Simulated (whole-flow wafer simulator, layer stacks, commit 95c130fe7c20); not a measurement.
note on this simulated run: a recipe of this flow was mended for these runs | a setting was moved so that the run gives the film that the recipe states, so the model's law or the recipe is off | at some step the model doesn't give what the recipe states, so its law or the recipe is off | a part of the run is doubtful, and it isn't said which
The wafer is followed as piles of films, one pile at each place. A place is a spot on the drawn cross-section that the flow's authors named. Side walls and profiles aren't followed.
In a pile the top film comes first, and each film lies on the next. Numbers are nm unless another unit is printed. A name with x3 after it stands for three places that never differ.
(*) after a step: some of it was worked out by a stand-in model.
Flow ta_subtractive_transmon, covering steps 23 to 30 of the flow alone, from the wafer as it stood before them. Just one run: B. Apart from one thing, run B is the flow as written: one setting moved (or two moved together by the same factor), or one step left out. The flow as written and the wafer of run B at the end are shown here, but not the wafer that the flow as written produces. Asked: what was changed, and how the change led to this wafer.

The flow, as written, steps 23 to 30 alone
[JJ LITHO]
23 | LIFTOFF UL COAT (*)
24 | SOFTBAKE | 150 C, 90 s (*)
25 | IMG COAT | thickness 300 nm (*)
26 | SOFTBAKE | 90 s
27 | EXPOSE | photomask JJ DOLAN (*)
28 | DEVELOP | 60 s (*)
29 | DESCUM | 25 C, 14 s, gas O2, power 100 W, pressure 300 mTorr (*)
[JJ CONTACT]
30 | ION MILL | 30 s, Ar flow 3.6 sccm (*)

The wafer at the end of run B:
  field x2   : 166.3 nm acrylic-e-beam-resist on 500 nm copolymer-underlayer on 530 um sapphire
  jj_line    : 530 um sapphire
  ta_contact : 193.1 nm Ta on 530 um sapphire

Cause: step 25, IMG COAT: thickness 192 nm was run, though the flow has thickness 300 nm; step 30, ION MILL: 19.2 s was run, where the flow has 30 s.

How this came from the change, step by step:
  25 | IMG COAT | thickness 300 nm (*)
      field x2, jj_line: acrylic-e-beam-resist gains 192 (new film) (in the flow as written it would be: acrylic-e-beam-resist gains 300 (new film))
      lead: acrylic-e-beam-resist gains 201.4 (new film) (in the flow as written it would be: acrylic-e-beam-resist gains 312.5 (new film))
      (also at 2 further places)
  28 | DEVELOP | 60 s (*)
      jj_line: acrylic-e-beam-resist loses 192 (all of it), copolymer-underlayer loses 500 (all of it) (in the flow as written it would be: acrylic-e-beam-resist loses 300 (all of it), copolymer-underlayer loses 500 (all of it))
      lead: acrylic-e-beam-resist loses 201.4 (all of it), copolymer-underlayer loses 554.7 (all of it) (in the flow as written it would be: acrylic-e-beam-resist loses 312.5 (all of it), copolymer-underlayer loses 554.7 (all of it))
      (also at 1 further place)
  30 | ION MILL | 30 s, Ar flow 3.6 sccm (*)
      field x2, ta_pad: acrylic-e-beam-resist loses 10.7 (in the flow as written it would be: acrylic-e-beam-resist loses 16.8)
      jj_line, lead: sapphire loses 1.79 (in the flow as written it would be: sapphire loses 2.8)
      (also at 1 further place)
